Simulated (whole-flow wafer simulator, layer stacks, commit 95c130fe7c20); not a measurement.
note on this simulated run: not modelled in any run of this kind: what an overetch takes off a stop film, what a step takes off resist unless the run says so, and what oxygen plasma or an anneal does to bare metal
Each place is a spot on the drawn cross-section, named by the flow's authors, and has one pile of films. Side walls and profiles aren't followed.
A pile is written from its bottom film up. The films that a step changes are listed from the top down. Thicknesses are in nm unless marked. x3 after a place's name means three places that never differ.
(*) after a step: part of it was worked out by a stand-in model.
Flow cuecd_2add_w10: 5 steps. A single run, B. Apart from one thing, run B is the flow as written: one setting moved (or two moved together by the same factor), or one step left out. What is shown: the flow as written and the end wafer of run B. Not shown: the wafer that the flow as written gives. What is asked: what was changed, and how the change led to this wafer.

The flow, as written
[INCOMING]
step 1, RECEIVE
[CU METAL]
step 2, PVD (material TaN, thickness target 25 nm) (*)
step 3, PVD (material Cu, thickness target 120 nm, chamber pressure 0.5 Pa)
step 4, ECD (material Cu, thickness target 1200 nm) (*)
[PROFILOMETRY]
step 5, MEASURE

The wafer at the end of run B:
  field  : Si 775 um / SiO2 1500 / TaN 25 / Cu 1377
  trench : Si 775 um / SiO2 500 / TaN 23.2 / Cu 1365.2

The reason: step 3, PVD: thickness target 177 nm was run, while the flow as written has thickness target 120 nm.

Step by step, how the change led to this:
  step 3, PVD (material Cu, thickness target 120 nm, chamber pressure 0.5 Pa)
      field: Cu gains 177 (new film) (in the flow as written it would be: Cu gains 120 (new film))
      trench: Cu gains 165.2 (new film) (in the flow as written it would be: Cu gains 111.8 (new film))
